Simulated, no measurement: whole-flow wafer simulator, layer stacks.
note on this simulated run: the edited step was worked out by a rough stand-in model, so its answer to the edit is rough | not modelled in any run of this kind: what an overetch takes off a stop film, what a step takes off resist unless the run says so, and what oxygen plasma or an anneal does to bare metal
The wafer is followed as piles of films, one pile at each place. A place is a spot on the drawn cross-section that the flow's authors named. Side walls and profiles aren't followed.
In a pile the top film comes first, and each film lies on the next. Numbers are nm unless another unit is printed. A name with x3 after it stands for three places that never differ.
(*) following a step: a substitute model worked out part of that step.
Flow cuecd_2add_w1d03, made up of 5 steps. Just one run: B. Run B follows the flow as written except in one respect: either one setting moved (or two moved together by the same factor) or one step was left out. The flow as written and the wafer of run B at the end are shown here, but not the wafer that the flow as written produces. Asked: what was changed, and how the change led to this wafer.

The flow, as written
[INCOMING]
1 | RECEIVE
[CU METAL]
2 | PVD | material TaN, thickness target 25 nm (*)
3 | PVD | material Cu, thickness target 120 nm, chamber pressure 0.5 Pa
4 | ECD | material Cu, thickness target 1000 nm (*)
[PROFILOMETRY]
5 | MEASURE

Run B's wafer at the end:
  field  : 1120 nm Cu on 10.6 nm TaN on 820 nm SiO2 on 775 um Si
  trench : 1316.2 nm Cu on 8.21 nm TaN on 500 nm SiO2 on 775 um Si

Cause: step 2, PVD: thickness target 10.6 nm was run, though the flow has thickness target 25 nm.
One can read it off the wafer: field has TaN 10.6, and step 2 as written asks for 25 nm.

Step by step, how the change led to this:
  2 | PVD | material TaN, thickness target 25 nm (*)
      field: TaN gains 10.6 (new film) (in the flow as written it would be: TaN gains 25 (new film))
      trench: TaN gains 8.21 (new film) (in the flow as written it would be: TaN gains 19.4 (new film))
